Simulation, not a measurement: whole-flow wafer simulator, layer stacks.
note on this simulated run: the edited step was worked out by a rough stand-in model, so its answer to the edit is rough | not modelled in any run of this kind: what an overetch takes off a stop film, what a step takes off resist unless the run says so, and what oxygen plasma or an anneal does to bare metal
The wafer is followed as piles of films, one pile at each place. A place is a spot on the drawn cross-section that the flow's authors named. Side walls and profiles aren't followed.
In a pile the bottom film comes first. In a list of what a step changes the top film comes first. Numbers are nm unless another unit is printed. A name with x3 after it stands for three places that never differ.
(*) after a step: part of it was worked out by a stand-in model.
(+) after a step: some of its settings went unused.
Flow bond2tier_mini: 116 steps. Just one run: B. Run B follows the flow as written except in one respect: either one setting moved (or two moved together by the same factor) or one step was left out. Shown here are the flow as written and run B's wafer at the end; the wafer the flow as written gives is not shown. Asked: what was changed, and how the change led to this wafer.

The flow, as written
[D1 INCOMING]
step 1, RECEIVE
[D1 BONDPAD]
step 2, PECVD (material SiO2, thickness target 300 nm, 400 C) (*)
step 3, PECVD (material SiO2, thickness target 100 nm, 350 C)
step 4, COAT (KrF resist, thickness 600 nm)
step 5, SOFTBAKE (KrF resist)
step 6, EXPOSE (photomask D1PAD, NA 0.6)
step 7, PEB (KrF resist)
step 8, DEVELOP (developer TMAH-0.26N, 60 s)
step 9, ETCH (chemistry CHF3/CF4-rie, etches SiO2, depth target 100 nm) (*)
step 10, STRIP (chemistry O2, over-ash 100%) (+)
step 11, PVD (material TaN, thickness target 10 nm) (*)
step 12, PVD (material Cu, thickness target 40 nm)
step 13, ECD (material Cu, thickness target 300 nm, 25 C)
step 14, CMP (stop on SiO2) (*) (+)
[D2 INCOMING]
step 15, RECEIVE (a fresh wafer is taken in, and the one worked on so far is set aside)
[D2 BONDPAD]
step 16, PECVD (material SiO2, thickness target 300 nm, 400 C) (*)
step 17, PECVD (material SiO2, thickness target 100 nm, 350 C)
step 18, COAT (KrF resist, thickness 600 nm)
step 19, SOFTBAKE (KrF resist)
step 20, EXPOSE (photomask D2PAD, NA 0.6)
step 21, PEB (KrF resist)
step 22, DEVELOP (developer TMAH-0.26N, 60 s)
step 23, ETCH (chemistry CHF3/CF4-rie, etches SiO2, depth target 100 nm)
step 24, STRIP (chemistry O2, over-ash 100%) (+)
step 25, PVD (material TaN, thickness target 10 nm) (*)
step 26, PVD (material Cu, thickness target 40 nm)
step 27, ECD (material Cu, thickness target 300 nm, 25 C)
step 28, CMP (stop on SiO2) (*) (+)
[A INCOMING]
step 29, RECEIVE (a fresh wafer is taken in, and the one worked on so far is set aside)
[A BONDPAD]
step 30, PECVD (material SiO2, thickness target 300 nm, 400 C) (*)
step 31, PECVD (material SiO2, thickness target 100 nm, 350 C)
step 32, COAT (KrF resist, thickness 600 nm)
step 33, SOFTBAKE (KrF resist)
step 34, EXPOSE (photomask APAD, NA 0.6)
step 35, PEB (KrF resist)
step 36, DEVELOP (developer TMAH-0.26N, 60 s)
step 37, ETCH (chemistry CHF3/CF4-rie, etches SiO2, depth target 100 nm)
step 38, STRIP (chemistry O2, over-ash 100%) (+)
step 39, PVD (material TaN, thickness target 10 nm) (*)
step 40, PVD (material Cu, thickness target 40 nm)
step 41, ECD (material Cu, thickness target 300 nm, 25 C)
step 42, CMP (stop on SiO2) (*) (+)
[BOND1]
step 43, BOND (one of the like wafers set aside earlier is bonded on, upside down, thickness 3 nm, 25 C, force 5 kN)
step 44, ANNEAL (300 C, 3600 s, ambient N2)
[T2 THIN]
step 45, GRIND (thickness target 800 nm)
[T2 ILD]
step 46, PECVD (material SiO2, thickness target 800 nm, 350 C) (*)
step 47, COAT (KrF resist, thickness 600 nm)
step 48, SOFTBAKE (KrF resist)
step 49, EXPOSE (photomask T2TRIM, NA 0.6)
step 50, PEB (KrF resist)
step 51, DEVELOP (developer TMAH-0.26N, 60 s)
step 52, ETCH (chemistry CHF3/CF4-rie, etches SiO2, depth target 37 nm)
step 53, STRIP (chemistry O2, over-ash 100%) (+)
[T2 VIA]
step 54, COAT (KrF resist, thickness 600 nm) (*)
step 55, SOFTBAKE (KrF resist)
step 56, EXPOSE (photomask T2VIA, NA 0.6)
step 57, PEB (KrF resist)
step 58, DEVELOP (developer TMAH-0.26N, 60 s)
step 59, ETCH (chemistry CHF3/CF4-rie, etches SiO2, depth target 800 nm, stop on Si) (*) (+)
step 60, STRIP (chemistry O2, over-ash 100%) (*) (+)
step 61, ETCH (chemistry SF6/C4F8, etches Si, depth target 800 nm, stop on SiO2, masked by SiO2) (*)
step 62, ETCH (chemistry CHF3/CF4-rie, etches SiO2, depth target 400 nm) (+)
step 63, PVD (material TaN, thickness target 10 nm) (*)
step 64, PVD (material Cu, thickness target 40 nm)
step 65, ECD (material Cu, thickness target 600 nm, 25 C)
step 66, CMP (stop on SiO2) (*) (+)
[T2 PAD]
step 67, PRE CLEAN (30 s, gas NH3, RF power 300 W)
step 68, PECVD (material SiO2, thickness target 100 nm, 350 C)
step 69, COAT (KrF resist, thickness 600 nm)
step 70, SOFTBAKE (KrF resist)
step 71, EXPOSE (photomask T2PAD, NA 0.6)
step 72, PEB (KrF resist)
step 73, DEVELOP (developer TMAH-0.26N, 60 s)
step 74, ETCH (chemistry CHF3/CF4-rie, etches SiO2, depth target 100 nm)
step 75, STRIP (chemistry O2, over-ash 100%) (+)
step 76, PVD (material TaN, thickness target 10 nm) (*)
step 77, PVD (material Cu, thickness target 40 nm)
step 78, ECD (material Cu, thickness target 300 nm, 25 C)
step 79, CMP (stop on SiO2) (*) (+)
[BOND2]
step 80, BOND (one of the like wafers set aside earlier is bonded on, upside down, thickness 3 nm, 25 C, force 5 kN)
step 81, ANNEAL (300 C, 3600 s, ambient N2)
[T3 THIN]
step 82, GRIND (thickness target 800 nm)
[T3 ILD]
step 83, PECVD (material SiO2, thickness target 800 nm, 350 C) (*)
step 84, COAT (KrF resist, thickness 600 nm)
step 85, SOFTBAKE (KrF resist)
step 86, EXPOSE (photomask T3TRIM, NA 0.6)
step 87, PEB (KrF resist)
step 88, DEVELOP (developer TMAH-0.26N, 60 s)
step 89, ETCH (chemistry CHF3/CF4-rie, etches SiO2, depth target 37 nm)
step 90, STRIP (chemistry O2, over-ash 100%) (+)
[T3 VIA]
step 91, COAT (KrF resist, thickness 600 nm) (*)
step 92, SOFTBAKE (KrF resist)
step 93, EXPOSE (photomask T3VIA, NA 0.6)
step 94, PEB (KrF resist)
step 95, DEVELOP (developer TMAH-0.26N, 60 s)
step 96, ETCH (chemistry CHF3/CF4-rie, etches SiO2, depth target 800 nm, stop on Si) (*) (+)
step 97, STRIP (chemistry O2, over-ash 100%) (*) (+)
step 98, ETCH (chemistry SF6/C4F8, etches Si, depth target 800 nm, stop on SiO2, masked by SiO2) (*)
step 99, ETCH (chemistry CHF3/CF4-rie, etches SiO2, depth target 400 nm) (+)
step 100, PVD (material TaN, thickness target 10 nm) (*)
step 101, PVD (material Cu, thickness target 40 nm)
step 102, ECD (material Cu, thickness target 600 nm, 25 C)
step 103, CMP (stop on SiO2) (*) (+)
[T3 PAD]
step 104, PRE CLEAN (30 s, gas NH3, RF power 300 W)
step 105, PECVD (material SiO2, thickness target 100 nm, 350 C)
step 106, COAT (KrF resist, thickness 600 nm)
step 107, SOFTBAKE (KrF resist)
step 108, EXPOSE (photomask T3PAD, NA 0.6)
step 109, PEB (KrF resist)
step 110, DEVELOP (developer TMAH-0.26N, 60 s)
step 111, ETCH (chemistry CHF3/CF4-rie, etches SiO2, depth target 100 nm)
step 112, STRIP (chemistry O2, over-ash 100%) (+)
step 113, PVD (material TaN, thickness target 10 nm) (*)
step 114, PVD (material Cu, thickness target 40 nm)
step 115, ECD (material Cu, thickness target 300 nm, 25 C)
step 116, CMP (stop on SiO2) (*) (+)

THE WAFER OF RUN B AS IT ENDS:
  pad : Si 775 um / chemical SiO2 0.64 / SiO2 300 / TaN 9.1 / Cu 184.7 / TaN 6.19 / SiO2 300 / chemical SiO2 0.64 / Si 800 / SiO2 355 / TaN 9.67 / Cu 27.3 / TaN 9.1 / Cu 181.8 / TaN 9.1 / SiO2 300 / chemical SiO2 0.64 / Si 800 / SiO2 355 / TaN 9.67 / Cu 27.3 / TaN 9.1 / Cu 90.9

The reason: step 11, PVD: thickness target 6.8 nm was run, whereas the flow has thickness target 10 nm.

Step by step, how the change led to this:
  step 11, PVD (material TaN, thickness target 10 nm) (*)
      field: +6.8 TaN (new film) (as written it would have been: +10 TaN (new film))
      pad: +6.19 TaN (new film) (as written it would have been: +9.1 TaN (new film))
      (and at 1 other place as well)
  step 14, CMP (stop on SiO2) (*) (+)
      field: -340 Cu (all of it), -6.8 TaN (all of it) (as written it would have been: -340 Cu (all of it), -10 TaN (all of it))
  step 43, BOND (one of the like wafers set aside earlier is bonded on, upside down, thickness 3 nm, 25 C, force 5 kN)
      pad: +775 um Si (new film), +0.64 chemical SiO2 (new film), +300 SiO2 (new film), +6.19 TaN (new film), +93.8 Cu (as written it would have been: +775 um Si (new film), +0.64 chemical SiO2 (new film), +300 SiO2 (new film), +9.1 TaN (new film), +90.9 Cu)
      via: +775 um Si (new film), +0.64 chemical SiO2 (new film), +300 SiO2 (new film), +6.78 TaN (new film), +93.2 Cu (as written it would have been: +775 um Si (new film), +0.64 chemical SiO2 (new film), +300 SiO2 (new film), +9.97 TaN (new film), +90 Cu)
